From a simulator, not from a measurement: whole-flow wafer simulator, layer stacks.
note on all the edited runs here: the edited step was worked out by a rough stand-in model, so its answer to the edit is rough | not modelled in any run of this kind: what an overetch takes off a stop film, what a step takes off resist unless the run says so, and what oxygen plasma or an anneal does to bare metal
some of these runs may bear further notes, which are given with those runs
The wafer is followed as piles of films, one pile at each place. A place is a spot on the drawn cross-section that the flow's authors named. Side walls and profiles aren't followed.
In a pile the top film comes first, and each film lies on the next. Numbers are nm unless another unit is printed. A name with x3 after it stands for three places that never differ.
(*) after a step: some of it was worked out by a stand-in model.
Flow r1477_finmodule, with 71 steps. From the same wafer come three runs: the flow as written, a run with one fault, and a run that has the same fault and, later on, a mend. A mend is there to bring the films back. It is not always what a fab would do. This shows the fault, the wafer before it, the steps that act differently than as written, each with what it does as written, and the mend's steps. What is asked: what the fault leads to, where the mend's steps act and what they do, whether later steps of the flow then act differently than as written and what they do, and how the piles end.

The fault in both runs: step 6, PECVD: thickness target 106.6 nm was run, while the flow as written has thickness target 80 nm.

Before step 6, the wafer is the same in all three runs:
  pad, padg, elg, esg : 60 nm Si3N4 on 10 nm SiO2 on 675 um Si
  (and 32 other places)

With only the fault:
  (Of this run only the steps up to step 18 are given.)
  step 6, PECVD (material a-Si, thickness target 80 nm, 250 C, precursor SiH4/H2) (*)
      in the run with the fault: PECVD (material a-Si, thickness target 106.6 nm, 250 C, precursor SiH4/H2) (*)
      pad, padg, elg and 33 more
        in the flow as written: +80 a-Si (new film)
        in the run with the fault: +106.6 a-Si (new film)
  Steps further on in the flow that do not act as written:
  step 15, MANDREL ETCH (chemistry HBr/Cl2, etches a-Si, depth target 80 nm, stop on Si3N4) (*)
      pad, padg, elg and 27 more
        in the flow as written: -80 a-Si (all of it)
        in the run with the fault: -80 a-Si
  The piles after step 18 differ from the flow's at pad, padg, elg and 33 more by more than 2% or 0.5 nm, whichever is larger.
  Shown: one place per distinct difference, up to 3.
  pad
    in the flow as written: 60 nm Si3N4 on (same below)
    in the run with the fault: 26.6 nm a-Si on 60 nm Si3N4 on (same below)
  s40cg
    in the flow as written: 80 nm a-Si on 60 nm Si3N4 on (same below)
    in the run with the fault: 106.6 nm a-Si on 60 nm Si3N4 on (same below)

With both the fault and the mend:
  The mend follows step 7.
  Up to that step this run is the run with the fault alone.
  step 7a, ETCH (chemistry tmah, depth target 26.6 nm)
      pad, padg, elg and 33 more
        -26.6 a-Si
  Every later step of the flow that is run acts as written at every place that is followed.
  At every place that both follow, the piles at the end match the flow's.
